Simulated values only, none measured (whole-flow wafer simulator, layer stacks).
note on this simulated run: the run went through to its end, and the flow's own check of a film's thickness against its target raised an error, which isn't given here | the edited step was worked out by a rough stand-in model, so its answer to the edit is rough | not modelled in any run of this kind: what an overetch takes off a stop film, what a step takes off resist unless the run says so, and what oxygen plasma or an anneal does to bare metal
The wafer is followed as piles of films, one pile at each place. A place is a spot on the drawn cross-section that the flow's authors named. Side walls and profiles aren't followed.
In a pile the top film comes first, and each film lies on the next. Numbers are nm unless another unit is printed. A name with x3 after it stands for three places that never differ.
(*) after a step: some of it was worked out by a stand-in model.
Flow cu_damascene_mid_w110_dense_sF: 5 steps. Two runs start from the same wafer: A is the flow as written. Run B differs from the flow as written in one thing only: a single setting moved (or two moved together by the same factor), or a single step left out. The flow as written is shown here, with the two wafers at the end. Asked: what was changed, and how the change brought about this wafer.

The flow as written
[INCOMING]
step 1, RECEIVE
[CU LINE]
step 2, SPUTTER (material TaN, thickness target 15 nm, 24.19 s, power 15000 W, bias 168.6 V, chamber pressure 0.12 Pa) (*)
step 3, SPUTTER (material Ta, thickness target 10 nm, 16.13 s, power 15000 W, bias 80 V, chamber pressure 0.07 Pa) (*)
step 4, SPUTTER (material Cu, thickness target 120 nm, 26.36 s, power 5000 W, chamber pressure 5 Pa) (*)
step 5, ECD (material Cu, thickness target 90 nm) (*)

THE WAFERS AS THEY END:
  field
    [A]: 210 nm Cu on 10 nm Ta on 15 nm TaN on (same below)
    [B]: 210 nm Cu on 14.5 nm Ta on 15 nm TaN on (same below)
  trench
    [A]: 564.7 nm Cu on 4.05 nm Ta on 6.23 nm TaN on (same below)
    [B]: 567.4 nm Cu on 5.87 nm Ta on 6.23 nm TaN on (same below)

What caused this: step 3, SPUTTER: thickness target 14.5 nm was run, whereas the flow has thickness target 10 nm; step 3, SPUTTER: 23.39 s was run, where the flow has 16.13 s.
One can read it off the wafer: field has Ta 14.5, and step 3 as written asks for 10 nm.

The path from the change to this, step by step:
  step 3, SPUTTER (material Ta, thickness target 10 nm, 16.13 s, power 15000 W, bias 80 V, chamber pressure 0.07 Pa) (*)
      field: A +10 Ta (new film) | B +14.5 Ta (new film)
      trench: A +4.05 Ta (new film) | B +5.87 Ta (new film)
